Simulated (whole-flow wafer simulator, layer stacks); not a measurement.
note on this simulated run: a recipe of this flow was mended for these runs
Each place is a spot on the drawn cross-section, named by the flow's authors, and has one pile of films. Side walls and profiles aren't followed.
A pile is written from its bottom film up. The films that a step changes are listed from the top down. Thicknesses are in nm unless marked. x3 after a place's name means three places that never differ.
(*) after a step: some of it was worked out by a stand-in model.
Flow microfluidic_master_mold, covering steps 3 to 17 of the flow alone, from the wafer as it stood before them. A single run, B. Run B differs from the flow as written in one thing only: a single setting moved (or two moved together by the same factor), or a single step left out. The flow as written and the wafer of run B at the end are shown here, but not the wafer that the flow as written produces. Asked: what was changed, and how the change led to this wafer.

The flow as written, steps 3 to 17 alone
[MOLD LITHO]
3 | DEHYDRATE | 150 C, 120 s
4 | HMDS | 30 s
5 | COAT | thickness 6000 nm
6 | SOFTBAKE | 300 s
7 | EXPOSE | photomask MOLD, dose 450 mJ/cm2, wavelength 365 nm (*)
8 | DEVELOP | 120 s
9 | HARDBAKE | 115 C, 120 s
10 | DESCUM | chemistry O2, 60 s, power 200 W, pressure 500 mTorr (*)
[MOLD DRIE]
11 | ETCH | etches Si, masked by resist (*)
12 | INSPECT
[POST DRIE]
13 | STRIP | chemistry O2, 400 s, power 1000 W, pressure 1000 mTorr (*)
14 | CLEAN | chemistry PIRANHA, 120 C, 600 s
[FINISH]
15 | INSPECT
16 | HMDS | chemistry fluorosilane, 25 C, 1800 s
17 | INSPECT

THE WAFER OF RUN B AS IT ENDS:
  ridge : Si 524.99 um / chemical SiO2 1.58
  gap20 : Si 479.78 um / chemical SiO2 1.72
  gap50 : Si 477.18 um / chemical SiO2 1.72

The reason: step 5, COAT: thickness 3343 nm was run, whereas the flow has thickness 6000 nm.

Step by step, how the change led to this:
  5 | COAT | thickness 6000 nm
      ridge, gap20, gap50, gap200 x2: thick-i-line-resist gains 3343 (new film) (it would be, as written: thick-i-line-resist gains 6000 (new film))
  8 | DEVELOP | 120 s
      gap20, gap50, gap200 x2: thick-i-line-resist loses 3343 (all of it) (it would be, as written: thick-i-line-resist loses 6000 (all of it))
  9 | HARDBAKE | 115 C, 120 s
      ridge: thick-i-line-resist loses 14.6 (it would be, as written: thick-i-line-resist loses 33.5)
  11 | ETCH | etches Si, masked by resist (*)
      gap20: chemical SiO2 loses 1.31 (all of it), Si loses 45.21 um (it would be, as written: chemical SiO2 loses 1.31 (all of it), Si loses 44.81 um)
      gap50: chemical SiO2 loses 1.31 (all of it), Si loses 47.81 um (it would be, as written: chemical SiO2 loses 1.31 (all of it), Si loses 47.62 um)
  13 | STRIP | chemistry O2, 400 s, power 1000 W, pressure 1000 mTorr (*)
      ridge: thick-i-line-resist loses 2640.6 (all of it), chemical SiO2 gains 0.98, Si loses 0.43 (it would be, as written: thick-i-line-resist loses 5278.7 (all of it), chemical SiO2 gains 0.78, Si loses 0.34)
